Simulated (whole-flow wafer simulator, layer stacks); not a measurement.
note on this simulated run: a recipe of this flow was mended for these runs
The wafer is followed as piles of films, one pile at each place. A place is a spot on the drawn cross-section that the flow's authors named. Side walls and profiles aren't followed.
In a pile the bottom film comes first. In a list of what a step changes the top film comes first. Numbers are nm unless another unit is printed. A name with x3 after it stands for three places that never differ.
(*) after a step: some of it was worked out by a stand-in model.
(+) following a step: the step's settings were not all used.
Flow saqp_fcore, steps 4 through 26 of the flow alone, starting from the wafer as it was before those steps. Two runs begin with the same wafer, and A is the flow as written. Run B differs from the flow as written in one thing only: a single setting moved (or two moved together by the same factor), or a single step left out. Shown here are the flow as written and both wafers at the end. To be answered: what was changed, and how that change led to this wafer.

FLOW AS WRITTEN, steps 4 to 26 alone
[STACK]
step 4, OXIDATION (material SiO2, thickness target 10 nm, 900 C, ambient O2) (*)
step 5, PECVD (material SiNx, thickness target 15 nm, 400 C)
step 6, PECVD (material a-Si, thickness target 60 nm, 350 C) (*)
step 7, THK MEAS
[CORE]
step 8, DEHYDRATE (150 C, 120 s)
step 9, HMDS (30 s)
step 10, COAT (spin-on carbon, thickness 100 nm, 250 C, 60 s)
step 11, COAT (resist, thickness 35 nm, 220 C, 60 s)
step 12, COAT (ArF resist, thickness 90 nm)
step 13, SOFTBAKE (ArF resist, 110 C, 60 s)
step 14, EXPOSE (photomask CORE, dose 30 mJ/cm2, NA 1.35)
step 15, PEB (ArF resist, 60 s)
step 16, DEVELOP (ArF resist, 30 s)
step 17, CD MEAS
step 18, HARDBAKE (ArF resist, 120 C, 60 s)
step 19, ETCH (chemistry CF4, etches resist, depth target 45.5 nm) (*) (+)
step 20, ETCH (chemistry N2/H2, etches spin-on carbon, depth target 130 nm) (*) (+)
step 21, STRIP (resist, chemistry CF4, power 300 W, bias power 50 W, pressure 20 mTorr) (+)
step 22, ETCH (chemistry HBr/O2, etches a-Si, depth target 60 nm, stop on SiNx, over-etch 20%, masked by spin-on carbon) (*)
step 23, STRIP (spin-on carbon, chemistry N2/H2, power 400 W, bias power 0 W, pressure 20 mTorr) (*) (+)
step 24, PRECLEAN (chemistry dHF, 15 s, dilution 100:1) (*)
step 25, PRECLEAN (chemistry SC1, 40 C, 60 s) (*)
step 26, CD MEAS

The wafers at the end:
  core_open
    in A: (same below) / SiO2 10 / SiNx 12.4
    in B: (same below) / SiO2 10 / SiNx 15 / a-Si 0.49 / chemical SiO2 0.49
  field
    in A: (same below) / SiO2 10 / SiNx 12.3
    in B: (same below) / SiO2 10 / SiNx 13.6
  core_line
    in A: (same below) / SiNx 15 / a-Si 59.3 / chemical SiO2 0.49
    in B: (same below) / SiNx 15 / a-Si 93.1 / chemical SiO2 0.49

The reason: step 6, PECVD: thickness target 93.8 nm was run, though the flow has thickness target 60 nm.

The path from the change to this, step by step:
  step 6, PECVD (material a-Si, thickness target 60 nm, 350 C) (*)
      field, core_open, core_line: A a-Si gains 60 (new film) | B a-Si gains 93.8 (new film)
  step 22, ETCH (chemistry HBr/O2, etches a-Si, depth target 60 nm, stop on SiNx, over-etch 20%, masked by spin-on carbon) (*)
      core_open: A a-Si loses 39.4 (all of it), SiNx loses 1.3 | B a-Si loses 72
      field: A a-Si loses 36.8 (all of it), SiNx loses 1.41 | B a-Si loses 70.6 (all of it), SiNx loses 0.06
      (as well as at 1 more place)
  step 23, STRIP (spin-on carbon, chemistry N2/H2, power 400 W, bias power 0 W, pressure 20 mTorr) (*) (+)
      core_line: A spin-on carbon loses 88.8 (all of it) | B spin-on carbon loses 83.8 (all of it)
  step 24, PRECLEAN (chemistry dHF, 15 s, dilution 100:1) (*)
      core_open: A SiNx loses 1.31 | B nothing
  step 25, PRECLEAN (chemistry SC1, 40 C, 60 s) (*)
      core_open: A nothing | B chemical SiO2 gains 0.49 (new film), a-Si loses 0.7
